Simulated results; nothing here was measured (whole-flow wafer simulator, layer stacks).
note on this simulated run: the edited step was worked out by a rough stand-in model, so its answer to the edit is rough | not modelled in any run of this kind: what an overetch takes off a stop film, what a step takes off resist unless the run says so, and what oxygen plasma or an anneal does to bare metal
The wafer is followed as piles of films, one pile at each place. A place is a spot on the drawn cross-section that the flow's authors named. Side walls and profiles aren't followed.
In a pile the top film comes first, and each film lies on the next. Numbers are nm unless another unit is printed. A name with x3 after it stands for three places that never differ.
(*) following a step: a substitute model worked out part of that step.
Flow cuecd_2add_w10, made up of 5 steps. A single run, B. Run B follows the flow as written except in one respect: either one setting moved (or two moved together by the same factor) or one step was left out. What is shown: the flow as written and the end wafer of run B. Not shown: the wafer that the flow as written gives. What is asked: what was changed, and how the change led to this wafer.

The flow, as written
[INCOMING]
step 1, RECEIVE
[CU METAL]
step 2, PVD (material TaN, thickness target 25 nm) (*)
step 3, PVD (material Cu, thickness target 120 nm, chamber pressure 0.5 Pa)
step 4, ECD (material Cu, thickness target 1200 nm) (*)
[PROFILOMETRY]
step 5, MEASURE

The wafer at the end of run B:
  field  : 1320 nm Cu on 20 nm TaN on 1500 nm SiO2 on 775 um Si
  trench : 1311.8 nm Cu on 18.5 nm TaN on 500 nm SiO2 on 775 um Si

Cause: step 2, PVD: thickness target 20 nm was run, though the flow has thickness target 25 nm.
One can read it off the wafer: field has TaN 20, and step 2 as written asks for 25 nm.

How this came from the change, step by step:
  step 2, PVD (material TaN, thickness target 25 nm) (*)
      field: +20 TaN (new film) (in the flow as written it would be: +25 TaN (new film))
      trench: +18.5 TaN (new film) (in the flow as written it would be: +23.2 TaN (new film))
